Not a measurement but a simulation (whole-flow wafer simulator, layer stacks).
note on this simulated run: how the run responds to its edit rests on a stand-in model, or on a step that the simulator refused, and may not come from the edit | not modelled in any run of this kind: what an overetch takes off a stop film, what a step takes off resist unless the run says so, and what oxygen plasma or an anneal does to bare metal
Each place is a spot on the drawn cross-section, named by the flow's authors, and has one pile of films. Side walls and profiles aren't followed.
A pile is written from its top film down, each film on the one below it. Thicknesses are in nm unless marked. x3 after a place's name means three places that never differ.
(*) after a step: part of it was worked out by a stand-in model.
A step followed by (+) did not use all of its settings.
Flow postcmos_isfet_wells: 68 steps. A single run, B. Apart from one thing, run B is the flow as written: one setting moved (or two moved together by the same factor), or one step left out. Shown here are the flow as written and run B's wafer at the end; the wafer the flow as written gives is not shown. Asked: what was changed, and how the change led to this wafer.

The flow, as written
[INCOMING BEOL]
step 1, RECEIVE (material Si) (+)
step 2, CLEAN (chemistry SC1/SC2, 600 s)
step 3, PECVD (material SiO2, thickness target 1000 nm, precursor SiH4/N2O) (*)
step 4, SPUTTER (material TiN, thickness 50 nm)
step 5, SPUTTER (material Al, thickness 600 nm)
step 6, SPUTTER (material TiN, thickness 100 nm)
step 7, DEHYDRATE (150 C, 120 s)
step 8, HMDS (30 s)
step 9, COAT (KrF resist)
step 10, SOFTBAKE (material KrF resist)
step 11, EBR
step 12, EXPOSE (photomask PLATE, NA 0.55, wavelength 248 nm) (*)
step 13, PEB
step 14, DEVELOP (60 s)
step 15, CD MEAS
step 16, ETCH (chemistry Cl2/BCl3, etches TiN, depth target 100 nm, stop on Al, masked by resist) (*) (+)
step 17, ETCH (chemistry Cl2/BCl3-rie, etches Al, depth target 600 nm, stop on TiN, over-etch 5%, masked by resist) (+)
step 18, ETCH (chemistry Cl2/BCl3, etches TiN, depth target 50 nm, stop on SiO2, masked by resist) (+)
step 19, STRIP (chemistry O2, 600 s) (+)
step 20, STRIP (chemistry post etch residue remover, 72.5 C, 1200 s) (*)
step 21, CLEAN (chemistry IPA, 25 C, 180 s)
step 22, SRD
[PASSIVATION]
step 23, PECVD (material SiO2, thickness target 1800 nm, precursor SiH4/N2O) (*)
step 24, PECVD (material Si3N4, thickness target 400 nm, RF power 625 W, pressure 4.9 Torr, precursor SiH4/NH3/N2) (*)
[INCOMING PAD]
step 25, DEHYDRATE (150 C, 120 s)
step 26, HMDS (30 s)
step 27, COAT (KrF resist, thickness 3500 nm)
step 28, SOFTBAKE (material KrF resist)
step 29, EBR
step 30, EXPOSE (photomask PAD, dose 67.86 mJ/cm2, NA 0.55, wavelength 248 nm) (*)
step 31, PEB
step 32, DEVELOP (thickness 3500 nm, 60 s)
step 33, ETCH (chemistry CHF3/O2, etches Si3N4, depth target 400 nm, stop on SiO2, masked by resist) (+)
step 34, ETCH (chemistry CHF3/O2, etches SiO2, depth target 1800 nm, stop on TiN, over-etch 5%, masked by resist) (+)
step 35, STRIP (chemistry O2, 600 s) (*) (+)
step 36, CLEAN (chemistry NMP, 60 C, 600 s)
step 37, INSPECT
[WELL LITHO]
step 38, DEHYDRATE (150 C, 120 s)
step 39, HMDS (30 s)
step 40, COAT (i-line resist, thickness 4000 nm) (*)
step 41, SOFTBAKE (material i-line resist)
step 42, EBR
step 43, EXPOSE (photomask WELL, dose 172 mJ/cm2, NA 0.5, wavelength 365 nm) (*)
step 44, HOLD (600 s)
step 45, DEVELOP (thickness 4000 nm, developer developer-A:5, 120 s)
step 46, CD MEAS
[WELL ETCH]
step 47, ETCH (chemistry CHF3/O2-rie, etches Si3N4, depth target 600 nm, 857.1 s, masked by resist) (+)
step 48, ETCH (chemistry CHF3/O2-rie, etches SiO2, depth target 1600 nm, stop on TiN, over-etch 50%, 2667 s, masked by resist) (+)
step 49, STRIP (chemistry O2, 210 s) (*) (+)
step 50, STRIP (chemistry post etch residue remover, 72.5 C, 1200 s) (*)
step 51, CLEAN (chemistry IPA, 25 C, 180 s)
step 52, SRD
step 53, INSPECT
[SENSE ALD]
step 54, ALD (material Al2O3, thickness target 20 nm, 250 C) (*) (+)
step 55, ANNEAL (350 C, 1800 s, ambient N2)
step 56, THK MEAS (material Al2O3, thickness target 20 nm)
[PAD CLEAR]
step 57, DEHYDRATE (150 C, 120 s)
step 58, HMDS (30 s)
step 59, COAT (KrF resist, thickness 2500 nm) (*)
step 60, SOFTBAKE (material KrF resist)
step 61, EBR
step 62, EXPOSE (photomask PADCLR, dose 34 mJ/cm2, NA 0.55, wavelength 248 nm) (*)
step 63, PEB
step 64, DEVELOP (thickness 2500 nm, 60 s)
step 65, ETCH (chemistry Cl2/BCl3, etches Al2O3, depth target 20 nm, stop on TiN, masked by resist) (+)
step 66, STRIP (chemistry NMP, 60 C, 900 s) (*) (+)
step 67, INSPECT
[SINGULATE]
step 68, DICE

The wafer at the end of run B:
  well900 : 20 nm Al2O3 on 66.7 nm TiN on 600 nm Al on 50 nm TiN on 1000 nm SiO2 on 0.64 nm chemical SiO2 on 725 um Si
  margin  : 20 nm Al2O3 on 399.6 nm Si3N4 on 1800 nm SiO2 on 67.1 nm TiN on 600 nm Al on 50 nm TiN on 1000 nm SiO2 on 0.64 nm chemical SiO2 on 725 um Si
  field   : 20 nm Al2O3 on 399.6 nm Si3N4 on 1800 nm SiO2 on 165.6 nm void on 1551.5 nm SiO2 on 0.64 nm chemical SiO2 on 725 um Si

What caused this: step 6, SPUTTER: thickness 67.5 nm was run, while the flow as written has thickness 100 nm.

How this came from the change, step by step:
  step 6, SPUTTER (material TiN, thickness 100 nm)
      field, margin, well900, well1300 x3, pad_rim, pad_clr, pad_open: TiN gains 67.5 (new film) (as written it would have been: TiN gains 100 (new film))
  step 16, ETCH (chemistry Cl2/BCl3, etches TiN, depth target 100 nm, stop on Al, masked by resist) (*) (+)
      field: TiN loses 67.5 (all of it) (as written it would have been: TiN loses 100 (all of it))
  step 23, PECVD (material SiO2, thickness target 1800 nm, precursor SiH4/N2O) (*)
      field: SiO2 gains 1800 (new film), void gains 165.6 (new film), SiO2 gains 551.5 (as written it would have been: SiO2 gains 1800 (new film), void gains 189.9 (new film), SiO2 gains 559.7)
